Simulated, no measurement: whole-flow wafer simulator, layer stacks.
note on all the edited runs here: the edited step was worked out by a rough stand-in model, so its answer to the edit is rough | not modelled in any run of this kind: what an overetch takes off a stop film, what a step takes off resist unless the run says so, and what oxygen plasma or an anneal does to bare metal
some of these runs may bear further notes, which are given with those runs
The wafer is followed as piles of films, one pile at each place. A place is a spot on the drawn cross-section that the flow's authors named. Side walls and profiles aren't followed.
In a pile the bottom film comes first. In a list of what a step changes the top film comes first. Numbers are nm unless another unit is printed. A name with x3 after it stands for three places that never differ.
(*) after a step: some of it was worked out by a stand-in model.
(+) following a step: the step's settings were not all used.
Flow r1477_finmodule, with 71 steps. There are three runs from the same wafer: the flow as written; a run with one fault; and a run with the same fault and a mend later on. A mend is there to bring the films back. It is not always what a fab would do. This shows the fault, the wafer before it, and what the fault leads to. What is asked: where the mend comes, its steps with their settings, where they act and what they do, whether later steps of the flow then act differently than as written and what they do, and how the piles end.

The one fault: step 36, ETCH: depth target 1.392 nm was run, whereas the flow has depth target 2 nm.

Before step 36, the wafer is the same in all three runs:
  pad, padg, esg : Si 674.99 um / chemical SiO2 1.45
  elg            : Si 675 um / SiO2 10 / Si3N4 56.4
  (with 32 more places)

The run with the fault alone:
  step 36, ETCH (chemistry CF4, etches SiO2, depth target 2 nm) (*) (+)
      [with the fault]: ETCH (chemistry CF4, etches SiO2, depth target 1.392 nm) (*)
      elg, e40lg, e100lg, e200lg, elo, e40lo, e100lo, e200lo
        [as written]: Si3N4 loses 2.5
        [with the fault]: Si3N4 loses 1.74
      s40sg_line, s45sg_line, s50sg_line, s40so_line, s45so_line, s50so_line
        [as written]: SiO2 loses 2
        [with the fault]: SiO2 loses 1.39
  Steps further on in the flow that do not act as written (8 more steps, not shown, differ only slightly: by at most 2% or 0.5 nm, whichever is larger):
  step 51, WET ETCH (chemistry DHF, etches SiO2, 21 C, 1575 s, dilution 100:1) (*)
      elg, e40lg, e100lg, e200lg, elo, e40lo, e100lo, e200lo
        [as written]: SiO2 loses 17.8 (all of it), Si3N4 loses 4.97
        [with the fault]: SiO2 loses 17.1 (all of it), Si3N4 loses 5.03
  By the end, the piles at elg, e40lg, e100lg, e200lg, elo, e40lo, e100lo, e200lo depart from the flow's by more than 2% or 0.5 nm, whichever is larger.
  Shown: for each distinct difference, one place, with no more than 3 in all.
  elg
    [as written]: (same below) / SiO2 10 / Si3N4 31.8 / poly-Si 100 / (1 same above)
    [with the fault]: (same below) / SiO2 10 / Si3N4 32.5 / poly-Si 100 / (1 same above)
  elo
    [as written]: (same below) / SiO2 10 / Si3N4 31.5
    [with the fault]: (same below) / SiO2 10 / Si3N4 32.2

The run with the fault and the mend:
  The mend stands after step 36.
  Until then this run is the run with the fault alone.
  step 36a, ETCH (chemistry CF4, etches SiO2, depth target 0.608 nm) (*) (the flow's step 36 again, with other settings)
      pad, padg, e40sg and 11 more
        Si loses 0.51
      elg, e40lg, e100lg, e200lg, elo, e40lo, e100lo, e200lo
        Si3N4 loses 0.76
      s40sg_line, s45sg_line, s50sg_line, s40so_line, s45so_line, s50so_line
        SiO2 loses 0.61
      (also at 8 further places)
  Later steps of the flow that are run all act as written at every place that is followed, up to a difference of at most 2% or 0.5 nm, whichever is larger.
  At the end the piles are close to the flow's at the places that both follow, differing by at most 2% or 0.5 nm, whichever is larger.
